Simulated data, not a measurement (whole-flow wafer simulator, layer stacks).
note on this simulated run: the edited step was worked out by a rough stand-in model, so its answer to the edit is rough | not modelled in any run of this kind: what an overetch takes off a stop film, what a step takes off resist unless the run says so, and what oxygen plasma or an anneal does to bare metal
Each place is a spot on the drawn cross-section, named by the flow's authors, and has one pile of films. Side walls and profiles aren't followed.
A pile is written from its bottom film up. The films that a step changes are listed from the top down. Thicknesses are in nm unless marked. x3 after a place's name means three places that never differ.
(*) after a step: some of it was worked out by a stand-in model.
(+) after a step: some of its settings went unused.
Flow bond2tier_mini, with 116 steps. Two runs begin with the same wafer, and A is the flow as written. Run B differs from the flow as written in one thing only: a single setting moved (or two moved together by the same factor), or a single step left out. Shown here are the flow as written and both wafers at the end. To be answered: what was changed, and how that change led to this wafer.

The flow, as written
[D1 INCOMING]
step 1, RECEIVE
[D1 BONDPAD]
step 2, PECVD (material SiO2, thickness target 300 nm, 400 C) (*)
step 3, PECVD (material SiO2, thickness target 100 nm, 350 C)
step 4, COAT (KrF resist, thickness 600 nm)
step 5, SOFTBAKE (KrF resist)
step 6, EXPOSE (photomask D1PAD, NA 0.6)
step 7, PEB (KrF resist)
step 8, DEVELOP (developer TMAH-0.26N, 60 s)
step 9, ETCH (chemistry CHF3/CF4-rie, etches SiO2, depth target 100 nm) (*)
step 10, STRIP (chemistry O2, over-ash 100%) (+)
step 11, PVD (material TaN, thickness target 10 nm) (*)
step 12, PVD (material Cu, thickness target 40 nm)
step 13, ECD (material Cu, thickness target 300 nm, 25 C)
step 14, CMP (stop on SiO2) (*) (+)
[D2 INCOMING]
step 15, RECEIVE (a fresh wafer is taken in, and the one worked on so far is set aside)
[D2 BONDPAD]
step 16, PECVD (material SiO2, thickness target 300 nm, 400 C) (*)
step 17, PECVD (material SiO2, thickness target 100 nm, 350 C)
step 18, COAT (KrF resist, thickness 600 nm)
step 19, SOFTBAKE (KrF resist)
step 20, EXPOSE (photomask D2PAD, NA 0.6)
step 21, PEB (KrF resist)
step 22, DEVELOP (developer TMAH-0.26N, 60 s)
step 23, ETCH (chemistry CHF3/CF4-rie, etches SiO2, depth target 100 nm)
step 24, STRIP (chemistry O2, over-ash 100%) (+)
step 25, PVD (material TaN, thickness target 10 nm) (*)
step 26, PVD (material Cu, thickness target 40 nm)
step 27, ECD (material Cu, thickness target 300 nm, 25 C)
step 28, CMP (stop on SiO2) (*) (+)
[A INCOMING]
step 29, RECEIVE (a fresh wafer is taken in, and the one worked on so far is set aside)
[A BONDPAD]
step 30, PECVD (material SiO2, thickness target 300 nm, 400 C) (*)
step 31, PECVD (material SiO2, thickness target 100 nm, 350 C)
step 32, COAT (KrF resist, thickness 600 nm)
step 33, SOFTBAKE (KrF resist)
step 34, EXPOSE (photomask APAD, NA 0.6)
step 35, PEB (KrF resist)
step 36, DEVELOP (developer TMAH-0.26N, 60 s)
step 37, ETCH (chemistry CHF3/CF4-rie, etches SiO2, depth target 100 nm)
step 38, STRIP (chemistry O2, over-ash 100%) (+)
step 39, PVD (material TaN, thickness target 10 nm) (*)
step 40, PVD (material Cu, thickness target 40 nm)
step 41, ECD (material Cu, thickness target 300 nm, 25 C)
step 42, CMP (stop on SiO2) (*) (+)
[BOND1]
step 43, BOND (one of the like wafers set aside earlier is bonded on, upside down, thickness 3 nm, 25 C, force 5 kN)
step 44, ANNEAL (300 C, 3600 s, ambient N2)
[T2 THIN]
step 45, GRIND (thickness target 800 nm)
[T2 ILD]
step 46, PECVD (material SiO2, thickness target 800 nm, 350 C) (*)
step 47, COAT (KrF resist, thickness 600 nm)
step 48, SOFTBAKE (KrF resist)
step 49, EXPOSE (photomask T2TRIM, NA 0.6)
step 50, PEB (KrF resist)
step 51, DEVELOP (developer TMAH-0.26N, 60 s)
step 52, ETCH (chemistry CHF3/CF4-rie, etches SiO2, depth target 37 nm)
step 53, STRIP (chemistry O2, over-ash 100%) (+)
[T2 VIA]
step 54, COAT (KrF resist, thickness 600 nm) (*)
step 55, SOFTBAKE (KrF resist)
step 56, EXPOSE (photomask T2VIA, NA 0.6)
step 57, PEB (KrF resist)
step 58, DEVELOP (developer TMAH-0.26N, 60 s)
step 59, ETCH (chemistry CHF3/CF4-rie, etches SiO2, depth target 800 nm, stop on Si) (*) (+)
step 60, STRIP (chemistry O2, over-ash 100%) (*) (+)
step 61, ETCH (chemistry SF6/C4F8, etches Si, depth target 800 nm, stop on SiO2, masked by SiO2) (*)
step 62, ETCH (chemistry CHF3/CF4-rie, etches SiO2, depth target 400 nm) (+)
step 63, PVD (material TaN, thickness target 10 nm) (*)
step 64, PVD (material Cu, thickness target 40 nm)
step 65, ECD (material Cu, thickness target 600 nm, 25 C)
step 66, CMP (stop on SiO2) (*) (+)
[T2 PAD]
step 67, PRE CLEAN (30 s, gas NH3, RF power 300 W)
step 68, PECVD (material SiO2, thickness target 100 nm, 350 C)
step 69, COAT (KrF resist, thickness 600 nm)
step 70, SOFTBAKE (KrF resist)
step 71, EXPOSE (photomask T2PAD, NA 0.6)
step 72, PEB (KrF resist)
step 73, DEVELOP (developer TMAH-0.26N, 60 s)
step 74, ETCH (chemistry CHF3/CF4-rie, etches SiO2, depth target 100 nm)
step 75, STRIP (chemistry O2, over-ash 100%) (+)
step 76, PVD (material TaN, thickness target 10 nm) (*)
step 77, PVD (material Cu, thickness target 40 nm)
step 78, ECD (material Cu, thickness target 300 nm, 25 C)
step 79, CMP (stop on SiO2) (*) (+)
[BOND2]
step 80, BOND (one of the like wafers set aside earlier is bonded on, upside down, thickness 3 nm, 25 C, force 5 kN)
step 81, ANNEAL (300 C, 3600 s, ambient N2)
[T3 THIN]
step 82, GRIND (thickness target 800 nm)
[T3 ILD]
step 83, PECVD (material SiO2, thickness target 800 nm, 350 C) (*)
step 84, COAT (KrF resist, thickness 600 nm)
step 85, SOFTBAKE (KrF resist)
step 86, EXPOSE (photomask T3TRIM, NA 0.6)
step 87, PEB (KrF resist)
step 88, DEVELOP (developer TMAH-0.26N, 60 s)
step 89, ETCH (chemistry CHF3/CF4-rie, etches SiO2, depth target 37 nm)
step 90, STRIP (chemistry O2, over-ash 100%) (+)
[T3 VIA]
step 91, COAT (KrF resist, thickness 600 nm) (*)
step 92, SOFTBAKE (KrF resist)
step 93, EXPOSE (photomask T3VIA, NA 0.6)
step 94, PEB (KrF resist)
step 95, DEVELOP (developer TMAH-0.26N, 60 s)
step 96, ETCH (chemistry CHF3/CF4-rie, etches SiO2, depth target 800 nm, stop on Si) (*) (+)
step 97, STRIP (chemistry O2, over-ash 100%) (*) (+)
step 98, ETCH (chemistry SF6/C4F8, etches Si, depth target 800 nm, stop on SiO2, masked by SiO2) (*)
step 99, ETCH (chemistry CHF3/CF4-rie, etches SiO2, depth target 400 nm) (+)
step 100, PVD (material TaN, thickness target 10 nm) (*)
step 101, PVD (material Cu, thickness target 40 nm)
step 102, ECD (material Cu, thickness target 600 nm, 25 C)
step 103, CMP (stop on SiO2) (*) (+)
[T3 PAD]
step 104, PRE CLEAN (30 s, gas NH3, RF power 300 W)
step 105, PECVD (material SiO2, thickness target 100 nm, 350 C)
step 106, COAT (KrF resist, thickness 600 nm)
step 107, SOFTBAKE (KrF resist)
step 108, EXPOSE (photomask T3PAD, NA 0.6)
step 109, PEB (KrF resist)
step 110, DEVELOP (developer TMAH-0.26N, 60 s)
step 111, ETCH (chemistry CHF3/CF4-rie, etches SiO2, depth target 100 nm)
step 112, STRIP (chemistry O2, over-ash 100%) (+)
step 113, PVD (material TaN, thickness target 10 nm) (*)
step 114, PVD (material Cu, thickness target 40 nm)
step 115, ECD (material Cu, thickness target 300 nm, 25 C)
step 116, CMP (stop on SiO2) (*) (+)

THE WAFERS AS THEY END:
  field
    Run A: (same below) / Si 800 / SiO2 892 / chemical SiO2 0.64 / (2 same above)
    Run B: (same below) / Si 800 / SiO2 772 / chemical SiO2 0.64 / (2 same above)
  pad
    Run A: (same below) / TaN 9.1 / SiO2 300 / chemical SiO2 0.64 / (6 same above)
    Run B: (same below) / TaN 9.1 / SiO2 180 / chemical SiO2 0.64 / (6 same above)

Cause: step 16, PECVD: thickness target 180 nm was run, though the flow has thickness target 300 nm.
One can read it off the wafer: pad has SiO2 180, and step 16 as written asks for 300 nm.

The path from the change to this, step by step:
  step 16, PECVD (material SiO2, thickness target 300 nm, 400 C) (*)
      field, pad, via: A SiO2 gains 300 (new film) | B SiO2 gains 180 (new film)
  step 80, BOND (one of the like wafers set aside earlier is bonded on, upside down, thickness 3 nm, 25 C, force 5 kN)
      field: A Si gains 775 um (new film), chemical SiO2 gains 0.64 (new film), SiO2 gains 400 | B Si gains 775 um (new film), chemical SiO2 gains 0.64 (new film), SiO2 gains 280
      pad: A Si gains 775 um (new film), chemical SiO2 gains 0.64 (new film), SiO2 gains 300 (new film), TaN gains 9.1 (new film), Cu gains 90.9 | B Si gains 775 um (new film), chemical SiO2 gains 0.64 (new film), SiO2 gains 180 (new film), TaN gains 9.1 (new film), Cu gains 90.9
